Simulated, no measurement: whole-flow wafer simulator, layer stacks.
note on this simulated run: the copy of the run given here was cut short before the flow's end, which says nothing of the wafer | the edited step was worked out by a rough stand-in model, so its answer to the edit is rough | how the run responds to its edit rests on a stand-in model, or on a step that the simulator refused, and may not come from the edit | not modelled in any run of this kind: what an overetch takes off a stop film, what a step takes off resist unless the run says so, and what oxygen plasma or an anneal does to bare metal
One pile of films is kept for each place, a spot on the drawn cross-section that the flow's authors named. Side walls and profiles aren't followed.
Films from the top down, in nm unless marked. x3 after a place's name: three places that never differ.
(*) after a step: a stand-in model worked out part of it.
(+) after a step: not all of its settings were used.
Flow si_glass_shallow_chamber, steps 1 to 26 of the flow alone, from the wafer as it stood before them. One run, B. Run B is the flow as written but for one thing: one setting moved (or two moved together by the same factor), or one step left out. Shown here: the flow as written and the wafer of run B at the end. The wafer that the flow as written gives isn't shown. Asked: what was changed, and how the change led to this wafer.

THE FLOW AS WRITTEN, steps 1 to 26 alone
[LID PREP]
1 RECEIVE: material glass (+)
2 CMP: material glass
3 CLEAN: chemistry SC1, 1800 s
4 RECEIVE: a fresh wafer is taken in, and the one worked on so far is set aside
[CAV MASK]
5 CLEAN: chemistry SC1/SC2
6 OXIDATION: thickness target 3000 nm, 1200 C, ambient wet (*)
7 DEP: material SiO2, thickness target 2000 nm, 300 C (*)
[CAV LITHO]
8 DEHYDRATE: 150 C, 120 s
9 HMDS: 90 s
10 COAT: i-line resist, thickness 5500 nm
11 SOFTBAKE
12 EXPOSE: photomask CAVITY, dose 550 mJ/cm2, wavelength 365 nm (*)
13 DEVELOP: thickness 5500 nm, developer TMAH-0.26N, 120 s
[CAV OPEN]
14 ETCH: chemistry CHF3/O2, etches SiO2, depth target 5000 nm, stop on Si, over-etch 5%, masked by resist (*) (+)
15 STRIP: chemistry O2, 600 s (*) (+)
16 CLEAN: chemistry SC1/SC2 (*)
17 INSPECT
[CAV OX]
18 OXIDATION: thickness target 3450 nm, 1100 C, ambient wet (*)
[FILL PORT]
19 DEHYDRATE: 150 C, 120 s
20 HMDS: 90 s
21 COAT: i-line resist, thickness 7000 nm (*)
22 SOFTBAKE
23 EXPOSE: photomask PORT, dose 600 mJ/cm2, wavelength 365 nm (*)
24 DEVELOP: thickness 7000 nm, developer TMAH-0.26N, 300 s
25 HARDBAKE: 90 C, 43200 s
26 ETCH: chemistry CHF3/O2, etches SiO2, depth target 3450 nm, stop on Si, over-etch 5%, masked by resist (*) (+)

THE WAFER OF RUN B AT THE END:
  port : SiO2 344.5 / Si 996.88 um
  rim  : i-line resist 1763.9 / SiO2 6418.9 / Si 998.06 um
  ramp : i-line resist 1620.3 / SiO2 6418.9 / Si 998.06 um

The cause: step 18, OXIDATION: thickness target 3967 nm was run, where the flow has thickness target 3450 nm.

How the change led to this, step by step:
  18 OXIDATION: thickness target 3450 nm, 1100 C, ambient wet (*)
      rim, ramp, septum, ring: SiO2 +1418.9, Si -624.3 (as written it would be: SiO2 +1109.8, Si -488.3)
      cav, port: SiO2 +3967 (new film), chemical SiO2 -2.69 (all of it), Si -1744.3 (as written it would be: SiO2 +3450 (new film), chemical SiO2 -2.69 (all of it), Si -1516.8)
  22 SOFTBAKE
      rim: i-line resist -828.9 (as written it would be: i-line resist -849)
      ramp: i-line resist -420.6 (as written it would be: i-line resist -434.5)
      (and at 1 more place)
  25 HARDBAKE: 90 C, 43200 s
      rim: i-line resist -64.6 (as written it would be: i-line resist -62.5)
      ramp: i-line resist -59.4 (as written it would be: i-line resist -57.1)
  26 ETCH: chemistry CHF3/O2, etches SiO2, depth target 3450 nm, stop on Si, over-etch 5%, masked by resist (*) (+)
      port: SiO2 -3622.5 (as written it would be: SiO2 -3450 (all of it), Si -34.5)
